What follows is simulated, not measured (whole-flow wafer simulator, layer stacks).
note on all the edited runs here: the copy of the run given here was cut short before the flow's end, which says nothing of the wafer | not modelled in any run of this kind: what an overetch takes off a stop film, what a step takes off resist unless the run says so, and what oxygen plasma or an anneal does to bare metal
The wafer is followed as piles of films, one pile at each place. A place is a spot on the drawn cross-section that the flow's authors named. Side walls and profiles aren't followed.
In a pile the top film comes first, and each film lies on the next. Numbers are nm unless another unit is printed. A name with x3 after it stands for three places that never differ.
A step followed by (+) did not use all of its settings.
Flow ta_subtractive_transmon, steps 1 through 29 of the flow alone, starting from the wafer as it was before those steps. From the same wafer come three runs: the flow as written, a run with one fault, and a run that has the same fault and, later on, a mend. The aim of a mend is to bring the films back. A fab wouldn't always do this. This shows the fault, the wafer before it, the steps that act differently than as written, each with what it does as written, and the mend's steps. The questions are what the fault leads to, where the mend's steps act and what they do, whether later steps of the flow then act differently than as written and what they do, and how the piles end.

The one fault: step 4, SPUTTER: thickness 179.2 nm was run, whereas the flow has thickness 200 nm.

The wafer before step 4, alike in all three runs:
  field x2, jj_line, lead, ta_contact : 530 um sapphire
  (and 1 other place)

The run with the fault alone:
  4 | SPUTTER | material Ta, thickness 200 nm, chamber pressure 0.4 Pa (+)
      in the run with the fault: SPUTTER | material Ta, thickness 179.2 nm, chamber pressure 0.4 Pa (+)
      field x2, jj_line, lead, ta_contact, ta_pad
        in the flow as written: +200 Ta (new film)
        in the run with the fault: +179.2 Ta (new film)
  Steps later in the flow that act otherwise than as written (not shown: 3 more steps that differ only slightly, by at most 2% or 0.5 nm, whichever is larger):
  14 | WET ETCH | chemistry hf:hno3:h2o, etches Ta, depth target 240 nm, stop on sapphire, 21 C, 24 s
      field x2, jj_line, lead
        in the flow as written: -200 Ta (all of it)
        in the run with the fault: -179.2 Ta (all of it)
  The piles end different from the flow's at ta_contact, ta_pad by more than 2% or 0.5 nm, whichever is larger.
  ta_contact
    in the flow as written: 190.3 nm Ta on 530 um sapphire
    in the run with the fault: 169.5 nm Ta on 530 um sapphire
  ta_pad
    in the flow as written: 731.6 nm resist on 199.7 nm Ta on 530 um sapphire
    in the run with the fault: 734.7 nm resist on 178.9 nm Ta on 530 um sapphire

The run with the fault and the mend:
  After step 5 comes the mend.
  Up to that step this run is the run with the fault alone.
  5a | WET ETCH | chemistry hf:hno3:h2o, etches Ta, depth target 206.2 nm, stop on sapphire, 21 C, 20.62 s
      field x2, jj_line, lead, ta_contact, ta_pad
        -179.2 Ta (all of it)
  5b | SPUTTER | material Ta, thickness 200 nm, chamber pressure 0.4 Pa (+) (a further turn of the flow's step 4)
      field x2, jj_line, lead, ta_contact, ta_pad
        +200 Ta (new film)
  Every later step of the flow that is run acts as written at every place that is followed.
  At every place that both follow, the piles at the end match the flow's.
